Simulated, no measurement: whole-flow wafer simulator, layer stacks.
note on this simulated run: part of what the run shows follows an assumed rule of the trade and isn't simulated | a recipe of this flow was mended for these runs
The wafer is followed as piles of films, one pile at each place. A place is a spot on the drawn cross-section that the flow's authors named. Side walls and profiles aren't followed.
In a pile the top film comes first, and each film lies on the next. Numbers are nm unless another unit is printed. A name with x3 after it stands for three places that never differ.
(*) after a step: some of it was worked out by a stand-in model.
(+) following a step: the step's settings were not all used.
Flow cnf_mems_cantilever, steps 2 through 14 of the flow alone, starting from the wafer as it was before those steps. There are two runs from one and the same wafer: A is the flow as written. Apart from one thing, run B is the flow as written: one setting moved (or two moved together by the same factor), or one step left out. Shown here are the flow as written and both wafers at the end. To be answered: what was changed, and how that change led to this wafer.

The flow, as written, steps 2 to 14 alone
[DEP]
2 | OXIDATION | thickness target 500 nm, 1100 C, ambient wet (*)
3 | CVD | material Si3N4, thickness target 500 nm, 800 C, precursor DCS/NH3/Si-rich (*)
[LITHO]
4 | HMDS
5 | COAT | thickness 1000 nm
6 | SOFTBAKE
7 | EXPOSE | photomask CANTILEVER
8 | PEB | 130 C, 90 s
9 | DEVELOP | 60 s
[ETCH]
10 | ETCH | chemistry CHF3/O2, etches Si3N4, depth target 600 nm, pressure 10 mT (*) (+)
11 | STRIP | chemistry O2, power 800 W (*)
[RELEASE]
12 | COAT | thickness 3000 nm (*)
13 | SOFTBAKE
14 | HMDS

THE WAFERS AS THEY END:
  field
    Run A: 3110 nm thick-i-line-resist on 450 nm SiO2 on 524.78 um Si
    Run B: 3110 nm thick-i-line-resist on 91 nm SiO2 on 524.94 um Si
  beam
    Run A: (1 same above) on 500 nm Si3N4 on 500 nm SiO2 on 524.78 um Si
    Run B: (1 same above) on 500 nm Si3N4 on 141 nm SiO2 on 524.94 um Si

The reason: step 2, OXIDATION: 935 C was run, while the flow as written has 1100 C.

How this came from the change, step by step:
  2 | OXIDATION | thickness target 500 nm, 1100 C, ambient wet (*)
      field, beam: A SiO2 gains 500 (new film), chemical SiO2 loses 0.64 (all of it), Si loses 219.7 | B SiO2 gains 141 (new film), chemical SiO2 loses 0.64 (all of it), Si loses 61.8
